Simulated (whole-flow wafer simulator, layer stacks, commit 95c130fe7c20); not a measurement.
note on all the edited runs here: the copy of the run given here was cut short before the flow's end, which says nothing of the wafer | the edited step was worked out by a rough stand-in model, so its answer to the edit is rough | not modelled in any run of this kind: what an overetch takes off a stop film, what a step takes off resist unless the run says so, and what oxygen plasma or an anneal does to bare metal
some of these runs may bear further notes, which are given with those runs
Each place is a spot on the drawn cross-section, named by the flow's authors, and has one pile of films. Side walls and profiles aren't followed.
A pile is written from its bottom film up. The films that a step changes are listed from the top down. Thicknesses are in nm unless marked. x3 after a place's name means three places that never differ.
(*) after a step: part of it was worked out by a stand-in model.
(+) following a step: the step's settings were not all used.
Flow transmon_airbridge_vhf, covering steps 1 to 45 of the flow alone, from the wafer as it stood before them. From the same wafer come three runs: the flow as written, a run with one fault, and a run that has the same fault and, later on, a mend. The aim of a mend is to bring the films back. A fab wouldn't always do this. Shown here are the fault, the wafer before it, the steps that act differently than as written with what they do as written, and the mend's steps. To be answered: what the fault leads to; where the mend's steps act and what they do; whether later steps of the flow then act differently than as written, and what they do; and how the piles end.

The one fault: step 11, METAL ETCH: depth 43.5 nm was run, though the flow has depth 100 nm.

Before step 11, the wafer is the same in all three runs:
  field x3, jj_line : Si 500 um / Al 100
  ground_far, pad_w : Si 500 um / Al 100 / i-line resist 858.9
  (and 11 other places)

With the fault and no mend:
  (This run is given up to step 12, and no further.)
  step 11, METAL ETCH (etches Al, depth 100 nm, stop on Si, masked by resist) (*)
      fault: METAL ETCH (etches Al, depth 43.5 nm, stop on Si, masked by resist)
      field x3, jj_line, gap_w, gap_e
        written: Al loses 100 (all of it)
        fault: Al loses 43.5
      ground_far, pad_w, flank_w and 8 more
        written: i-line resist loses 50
        fault: i-line resist loses 21.8
  Steps further on in the flow that do not act as written:
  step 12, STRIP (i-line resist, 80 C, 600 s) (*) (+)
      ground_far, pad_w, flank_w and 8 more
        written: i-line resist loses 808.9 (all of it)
        fault: i-line resist loses 837.2 (all of it)
  Once step 12 is done, the piles at field x3, jj_line, gap_w, gap_e depart from the flow's by more than 2% or 0.5 nm, whichever is larger.
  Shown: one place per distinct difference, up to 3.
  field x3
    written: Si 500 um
    fault: Si 500 um / Al 56.5

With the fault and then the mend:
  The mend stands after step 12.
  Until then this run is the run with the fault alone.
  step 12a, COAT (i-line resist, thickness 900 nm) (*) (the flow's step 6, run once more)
      field x3, jj_line, trace_open_s x2, margin_s, bridge_strip, margin_n
        i-line resist gains 900 (new film)
      pad_w, pad_e
        i-line resist gains 894.6 (new film)
      flank_w, flank_e
        i-line resist gains 889.8 (new film)
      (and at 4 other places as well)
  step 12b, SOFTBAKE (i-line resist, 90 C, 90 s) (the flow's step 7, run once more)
      flank_w, flank_e
        i-line resist loses 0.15
      gap_w, gap_e
        i-line resist gains 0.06
      cpw_trace
        i-line resist loses 0.03
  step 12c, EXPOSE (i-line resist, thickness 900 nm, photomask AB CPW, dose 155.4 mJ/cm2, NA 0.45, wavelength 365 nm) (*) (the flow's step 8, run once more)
      does not change any film at any place that is followed
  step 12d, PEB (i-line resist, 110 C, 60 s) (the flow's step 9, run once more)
      field x3, jj_line, trace_open_s x2, margin_s, bridge_strip, margin_n
        i-line resist loses 41
      pad_w, pad_e
        i-line resist loses 40.8
      flank_w, flank_e
        i-line resist loses 40.6
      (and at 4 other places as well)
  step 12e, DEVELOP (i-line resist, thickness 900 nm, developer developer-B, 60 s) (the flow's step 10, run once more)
      ground_far, pad_w, pad_e, trace_open_s x2, margin_s, bridge_strip, margin_n
        i-line resist loses 0.03
      field x3, jj_line
        i-line resist loses 859 (all of it)
      gap_w, gap_e
        i-line resist loses 881.7 (all of it)
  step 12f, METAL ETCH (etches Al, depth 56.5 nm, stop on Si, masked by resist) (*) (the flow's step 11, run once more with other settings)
      ground_far, pad_w, flank_w and 8 more
        i-line resist loses 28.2
      field x3, jj_line, gap_w, gap_e
        Al loses 56.5 (all of it)
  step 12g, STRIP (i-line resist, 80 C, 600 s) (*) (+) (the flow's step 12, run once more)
      trace_open_s x2, margin_s, bridge_strip, margin_n
        i-line resist loses 830.7 (all of it)
      pad_w, pad_e
        i-line resist loses 825.6 (all of it)
      flank_w, flank_e
        i-line resist loses 820.8 (all of it)
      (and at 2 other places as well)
  None of the later steps of the flow acts differently than as written at any place that is followed.
  By the end, the piles equal the flow's at every place that both follow.
